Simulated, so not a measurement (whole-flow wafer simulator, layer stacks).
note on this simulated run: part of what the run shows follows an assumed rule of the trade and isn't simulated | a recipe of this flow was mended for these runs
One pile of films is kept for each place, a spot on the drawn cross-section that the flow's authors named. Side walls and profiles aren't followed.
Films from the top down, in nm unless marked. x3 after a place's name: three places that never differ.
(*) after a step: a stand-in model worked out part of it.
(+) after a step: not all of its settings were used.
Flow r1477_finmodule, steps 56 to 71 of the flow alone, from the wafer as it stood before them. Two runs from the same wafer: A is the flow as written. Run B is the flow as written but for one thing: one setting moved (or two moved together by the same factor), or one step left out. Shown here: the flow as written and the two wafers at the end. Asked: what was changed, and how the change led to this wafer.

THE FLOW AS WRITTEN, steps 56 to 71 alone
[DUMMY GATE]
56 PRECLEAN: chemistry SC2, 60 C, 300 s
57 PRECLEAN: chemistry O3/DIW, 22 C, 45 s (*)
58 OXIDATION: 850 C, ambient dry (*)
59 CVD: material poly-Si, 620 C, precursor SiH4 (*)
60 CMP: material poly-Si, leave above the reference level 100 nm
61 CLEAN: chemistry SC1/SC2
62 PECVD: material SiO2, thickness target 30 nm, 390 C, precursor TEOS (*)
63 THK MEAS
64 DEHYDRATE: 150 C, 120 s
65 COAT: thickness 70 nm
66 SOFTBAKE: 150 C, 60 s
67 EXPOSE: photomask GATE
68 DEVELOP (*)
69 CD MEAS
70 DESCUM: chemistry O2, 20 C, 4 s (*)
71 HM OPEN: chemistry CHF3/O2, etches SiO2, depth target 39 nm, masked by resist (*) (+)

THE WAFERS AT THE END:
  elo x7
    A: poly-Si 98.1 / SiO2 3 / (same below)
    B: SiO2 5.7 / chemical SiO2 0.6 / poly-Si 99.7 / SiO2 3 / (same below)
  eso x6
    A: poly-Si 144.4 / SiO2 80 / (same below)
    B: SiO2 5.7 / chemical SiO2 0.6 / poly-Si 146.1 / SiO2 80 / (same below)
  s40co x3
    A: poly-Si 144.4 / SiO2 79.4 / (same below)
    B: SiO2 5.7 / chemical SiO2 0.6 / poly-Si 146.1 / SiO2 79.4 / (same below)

The cause: step 71, HM OPEN: depth target 24.3 nm was run, where the flow has depth target 39 nm.

How the change led to this, step by step:
  71 HM OPEN: chemistry CHF3/O2, etches SiO2, depth target 39 nm, masked by resist (*) (+)
      pad, elo x7, eso x6, e200so, s40co x3: A SiO2 -30 (all of it), chemical SiO2 -0.6 (all of it), poly-Si -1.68 | B SiO2 -24.3
      padg, elg x7, esg x6, e200sg, s40cg x3: A e-beam-resist -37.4 | B e-beam-resist -23.3
